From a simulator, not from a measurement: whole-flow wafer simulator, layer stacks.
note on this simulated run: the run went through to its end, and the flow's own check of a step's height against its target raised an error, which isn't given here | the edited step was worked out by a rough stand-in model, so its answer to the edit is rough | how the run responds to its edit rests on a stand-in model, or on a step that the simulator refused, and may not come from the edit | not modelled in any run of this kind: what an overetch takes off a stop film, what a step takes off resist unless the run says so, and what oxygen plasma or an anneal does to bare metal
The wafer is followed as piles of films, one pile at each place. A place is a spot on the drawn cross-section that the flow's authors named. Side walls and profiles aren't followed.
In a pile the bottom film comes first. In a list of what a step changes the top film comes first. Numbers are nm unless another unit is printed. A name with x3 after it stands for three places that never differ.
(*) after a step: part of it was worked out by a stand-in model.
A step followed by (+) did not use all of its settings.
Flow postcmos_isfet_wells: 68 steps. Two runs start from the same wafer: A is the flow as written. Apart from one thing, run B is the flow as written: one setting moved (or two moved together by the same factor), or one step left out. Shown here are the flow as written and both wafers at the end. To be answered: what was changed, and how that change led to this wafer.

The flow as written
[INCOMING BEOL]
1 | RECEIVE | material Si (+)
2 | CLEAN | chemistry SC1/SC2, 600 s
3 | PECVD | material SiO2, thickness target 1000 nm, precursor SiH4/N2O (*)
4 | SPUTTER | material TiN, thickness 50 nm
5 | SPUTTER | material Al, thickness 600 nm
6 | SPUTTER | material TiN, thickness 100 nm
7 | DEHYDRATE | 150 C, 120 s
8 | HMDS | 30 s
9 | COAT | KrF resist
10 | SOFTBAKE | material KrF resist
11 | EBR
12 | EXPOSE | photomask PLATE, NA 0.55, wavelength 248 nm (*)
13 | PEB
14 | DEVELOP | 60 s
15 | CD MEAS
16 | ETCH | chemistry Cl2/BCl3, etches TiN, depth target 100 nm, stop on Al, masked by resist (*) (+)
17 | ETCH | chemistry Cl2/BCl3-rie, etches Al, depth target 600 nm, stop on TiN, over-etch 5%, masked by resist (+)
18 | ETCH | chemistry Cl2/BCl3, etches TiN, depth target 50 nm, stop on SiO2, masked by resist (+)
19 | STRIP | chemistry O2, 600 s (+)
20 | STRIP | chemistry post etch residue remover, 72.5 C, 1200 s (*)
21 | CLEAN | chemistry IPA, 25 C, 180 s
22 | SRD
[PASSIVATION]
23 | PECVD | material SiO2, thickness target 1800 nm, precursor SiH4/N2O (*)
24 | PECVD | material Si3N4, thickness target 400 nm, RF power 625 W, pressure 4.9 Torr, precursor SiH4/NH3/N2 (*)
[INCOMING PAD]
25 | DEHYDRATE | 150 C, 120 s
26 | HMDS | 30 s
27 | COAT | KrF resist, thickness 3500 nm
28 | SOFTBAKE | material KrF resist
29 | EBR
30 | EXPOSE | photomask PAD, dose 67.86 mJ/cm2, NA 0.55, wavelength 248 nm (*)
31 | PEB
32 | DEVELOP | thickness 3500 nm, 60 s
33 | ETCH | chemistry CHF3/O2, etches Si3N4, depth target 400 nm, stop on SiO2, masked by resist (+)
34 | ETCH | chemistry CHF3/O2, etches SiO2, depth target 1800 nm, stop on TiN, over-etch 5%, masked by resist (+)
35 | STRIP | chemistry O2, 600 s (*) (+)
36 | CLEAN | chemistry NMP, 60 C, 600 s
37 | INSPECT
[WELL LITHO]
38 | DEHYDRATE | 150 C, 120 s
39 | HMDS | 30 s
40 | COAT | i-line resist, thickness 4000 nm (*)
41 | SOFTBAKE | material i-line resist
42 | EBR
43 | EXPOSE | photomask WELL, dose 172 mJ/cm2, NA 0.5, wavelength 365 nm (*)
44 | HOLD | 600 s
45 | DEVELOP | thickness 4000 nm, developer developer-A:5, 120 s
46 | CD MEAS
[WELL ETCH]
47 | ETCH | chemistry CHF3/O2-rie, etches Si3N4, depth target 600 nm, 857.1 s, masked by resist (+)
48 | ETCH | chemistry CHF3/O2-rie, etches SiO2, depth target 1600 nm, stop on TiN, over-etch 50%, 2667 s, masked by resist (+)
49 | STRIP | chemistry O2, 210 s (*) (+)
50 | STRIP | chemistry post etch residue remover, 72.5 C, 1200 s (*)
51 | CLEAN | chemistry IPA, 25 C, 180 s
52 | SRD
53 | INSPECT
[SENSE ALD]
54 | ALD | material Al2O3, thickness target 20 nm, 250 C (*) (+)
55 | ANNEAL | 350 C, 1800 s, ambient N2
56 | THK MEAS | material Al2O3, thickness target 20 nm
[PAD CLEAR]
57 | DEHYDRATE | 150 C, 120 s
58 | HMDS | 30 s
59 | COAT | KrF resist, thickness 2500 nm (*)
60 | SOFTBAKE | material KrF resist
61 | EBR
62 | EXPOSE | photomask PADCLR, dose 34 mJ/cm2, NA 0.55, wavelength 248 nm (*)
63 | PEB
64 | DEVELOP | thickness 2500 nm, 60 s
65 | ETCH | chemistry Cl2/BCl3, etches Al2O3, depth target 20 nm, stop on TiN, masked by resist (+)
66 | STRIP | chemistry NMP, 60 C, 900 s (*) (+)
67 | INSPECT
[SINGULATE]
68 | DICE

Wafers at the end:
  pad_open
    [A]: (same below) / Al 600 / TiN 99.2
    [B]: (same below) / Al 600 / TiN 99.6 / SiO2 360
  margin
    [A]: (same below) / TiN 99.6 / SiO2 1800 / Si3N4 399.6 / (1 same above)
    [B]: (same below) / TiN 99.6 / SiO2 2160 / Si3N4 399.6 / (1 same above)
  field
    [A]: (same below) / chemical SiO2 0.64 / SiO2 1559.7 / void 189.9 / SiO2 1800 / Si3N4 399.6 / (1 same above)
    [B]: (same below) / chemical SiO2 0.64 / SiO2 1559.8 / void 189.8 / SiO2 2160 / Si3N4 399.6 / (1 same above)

Cause: step 23, PECVD: thickness target 2160 nm was run, while the flow as written has thickness target 1800 nm.
The wafer lets one read it off: margin has SiO2 2160, and step 23 as written asks for 1800 nm.

The path from the change to this, step by step:
  23 | PECVD | material SiO2, thickness target 1800 nm, precursor SiH4/N2O (*)
      margin, well900, well1300 x3, pad_rim, pad_clr, pad_open: A +1800 SiO2 (new film) | B +2160 SiO2 (new film)
      field: A +1800 SiO2 (new film), +189.9 void (new film), +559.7 SiO2 | B +2160 SiO2 (new film), +189.8 void (new film), +559.8 SiO2
  34 | ETCH | chemistry CHF3/O2, etches SiO2, depth target 1800 nm, stop on TiN, over-etch 5%, masked by resist (+)
      pad_open: A -1800 SiO2 (all of it) | B -1800 SiO2
  48 | ETCH | chemistry CHF3/O2-rie, etches SiO2, depth target 1600 nm, stop on TiN, over-etch 50%, 2667 s, masked by resist (+)
      well900, well1300 x3: A -1600 SiO2 (all of it) | B -1960 SiO2 (all of it)
  59 | COAT | KrF resist, thickness 2500 nm (*)
      field: A +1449 KrF resist (new film) | B +1277 KrF resist (new film)
      margin: A +1448.9 KrF resist (new film) | B +1276.9 KrF resist (new film)
  63 | PEB
      field, margin: A -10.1 KrF resist | B -8.87 KrF resist
  66 | STRIP | chemistry NMP, 60 C, 900 s (*) (+)
      field: A -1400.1 KrF resist (all of it) | B -1229.4 KrF resist (all of it)
      margin: A -1400.1 KrF resist (all of it) | B -1229.3 KrF resist (all of it)
